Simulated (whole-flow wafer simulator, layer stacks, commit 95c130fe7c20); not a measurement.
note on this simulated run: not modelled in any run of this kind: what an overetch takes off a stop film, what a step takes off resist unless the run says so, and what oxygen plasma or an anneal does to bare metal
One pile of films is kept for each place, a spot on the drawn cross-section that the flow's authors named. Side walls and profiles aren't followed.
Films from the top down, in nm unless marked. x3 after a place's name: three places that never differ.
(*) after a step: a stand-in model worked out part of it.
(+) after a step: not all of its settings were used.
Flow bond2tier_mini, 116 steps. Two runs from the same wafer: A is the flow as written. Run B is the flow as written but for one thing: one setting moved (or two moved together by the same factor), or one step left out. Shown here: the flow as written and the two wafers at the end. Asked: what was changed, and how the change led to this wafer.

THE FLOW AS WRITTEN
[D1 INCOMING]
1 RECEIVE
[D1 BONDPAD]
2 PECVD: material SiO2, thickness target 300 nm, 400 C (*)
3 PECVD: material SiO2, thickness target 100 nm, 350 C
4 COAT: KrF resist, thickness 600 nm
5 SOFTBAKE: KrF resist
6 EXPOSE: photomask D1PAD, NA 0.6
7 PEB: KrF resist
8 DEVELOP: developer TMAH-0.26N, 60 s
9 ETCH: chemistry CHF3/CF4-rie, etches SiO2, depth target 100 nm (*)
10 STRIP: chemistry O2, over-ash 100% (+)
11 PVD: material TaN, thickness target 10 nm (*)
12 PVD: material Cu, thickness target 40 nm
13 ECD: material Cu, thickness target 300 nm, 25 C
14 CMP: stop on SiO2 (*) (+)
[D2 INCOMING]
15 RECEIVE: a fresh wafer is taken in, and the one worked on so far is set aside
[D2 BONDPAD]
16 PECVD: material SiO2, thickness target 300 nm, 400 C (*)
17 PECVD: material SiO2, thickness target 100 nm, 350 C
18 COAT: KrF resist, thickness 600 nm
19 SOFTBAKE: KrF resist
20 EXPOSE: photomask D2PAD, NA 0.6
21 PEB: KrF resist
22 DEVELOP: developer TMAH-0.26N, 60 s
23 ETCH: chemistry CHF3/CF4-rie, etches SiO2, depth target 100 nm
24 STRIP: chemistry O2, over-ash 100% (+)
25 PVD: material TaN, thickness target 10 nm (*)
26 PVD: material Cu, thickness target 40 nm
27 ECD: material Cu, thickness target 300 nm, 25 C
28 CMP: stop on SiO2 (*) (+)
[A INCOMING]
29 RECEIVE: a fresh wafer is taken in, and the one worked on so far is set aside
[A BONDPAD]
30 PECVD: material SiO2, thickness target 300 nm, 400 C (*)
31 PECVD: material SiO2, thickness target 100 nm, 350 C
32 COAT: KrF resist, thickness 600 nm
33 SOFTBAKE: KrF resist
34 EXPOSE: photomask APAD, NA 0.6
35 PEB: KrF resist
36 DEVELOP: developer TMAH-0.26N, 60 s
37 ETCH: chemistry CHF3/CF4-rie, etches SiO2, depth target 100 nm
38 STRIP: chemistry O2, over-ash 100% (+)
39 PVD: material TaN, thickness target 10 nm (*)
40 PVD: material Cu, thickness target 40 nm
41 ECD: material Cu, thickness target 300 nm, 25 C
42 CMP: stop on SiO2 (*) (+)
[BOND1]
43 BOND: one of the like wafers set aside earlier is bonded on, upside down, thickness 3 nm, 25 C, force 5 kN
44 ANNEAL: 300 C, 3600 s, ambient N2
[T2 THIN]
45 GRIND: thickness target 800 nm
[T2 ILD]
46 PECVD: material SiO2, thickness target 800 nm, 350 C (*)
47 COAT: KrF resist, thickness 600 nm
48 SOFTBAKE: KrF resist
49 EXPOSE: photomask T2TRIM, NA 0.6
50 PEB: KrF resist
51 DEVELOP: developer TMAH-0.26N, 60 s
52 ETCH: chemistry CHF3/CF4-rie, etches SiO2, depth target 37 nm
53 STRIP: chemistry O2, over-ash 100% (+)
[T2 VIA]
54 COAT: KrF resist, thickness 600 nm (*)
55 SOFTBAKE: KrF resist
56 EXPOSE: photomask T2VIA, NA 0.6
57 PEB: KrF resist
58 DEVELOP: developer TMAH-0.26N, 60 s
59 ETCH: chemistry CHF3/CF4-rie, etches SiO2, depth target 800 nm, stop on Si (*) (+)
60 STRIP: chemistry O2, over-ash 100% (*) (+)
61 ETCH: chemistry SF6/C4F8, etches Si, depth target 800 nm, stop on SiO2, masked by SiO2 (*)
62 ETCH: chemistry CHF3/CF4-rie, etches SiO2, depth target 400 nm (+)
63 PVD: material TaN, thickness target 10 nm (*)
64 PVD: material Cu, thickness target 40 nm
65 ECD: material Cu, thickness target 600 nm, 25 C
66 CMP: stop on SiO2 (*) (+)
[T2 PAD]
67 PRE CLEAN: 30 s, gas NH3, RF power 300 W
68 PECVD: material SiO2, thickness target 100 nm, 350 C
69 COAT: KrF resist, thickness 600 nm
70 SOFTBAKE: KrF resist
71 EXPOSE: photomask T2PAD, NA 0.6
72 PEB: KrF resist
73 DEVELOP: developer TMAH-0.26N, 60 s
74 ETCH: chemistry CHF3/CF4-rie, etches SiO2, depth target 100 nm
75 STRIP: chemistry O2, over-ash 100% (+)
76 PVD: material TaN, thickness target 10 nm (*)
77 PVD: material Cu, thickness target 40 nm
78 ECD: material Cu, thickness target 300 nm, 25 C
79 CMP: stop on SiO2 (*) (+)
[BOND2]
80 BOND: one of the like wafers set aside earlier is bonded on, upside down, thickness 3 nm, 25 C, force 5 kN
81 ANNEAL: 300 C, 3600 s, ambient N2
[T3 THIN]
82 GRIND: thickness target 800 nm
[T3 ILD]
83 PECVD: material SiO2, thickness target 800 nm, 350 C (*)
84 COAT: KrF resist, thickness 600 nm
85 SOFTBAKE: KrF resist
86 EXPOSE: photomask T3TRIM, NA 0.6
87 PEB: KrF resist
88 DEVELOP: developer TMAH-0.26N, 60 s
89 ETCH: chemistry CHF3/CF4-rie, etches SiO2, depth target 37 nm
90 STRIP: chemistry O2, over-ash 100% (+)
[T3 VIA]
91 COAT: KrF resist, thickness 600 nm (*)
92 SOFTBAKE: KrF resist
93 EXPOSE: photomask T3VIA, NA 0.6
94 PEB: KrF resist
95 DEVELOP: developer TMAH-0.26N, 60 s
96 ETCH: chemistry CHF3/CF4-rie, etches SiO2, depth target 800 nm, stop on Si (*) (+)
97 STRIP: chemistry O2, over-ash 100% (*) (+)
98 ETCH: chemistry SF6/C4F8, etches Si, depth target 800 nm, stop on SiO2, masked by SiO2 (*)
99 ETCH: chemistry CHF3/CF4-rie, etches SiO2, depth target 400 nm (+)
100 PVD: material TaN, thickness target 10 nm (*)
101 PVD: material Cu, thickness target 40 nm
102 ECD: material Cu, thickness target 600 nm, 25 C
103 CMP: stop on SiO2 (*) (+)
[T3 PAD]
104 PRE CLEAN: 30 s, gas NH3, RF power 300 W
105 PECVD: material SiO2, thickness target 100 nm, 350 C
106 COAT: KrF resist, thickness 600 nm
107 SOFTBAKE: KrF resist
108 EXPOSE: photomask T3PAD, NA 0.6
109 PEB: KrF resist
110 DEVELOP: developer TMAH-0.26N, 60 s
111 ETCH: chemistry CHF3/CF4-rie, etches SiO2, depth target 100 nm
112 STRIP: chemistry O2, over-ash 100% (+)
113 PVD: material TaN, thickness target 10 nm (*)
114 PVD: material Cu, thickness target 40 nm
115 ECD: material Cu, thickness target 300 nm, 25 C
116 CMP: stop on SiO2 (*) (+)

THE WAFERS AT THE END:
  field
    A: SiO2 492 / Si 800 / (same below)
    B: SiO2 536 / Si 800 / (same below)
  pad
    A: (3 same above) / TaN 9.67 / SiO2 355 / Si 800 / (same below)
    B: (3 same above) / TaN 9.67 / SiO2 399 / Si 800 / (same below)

The cause: step 99, ETCH: depth target 356 nm was run, where the flow has depth target 400 nm.

How the change led to this, step by step:
  99 ETCH: chemistry CHF3/CF4-rie, etches SiO2, depth target 400 nm (+)
      field, pad: A SiO2 -400 | B SiO2 -356
